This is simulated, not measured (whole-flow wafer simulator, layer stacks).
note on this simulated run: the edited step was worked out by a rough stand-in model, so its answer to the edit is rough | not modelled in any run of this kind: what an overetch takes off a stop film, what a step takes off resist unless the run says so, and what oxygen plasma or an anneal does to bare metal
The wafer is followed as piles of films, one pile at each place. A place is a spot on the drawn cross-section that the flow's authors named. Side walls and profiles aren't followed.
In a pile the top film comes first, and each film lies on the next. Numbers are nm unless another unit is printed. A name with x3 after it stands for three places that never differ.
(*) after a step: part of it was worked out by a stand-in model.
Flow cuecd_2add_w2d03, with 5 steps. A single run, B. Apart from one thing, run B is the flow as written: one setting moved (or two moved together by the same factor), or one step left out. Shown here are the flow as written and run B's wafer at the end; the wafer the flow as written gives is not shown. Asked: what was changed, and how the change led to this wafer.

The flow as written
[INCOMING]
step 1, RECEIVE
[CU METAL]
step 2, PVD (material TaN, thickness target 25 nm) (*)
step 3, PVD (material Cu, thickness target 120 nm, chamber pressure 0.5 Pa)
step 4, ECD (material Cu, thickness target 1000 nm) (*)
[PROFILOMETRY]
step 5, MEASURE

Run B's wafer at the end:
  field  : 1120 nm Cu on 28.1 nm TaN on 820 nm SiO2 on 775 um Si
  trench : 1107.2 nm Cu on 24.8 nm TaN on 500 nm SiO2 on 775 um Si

What caused this: step 2, PVD: thickness target 28.1 nm was run, though the flow has thickness target 25 nm.
The wafer lets one read it off: field has TaN 28.1, and step 2 as written asks for 25 nm.

Step by step, how the change led to this:
  step 2, PVD (material TaN, thickness target 25 nm) (*)
      field: +28.1 TaN (new film) (it would be, as written: +25 TaN (new film))
      trench: +24.8 TaN (new film) (it would be, as written: +22.1 TaN (new film))
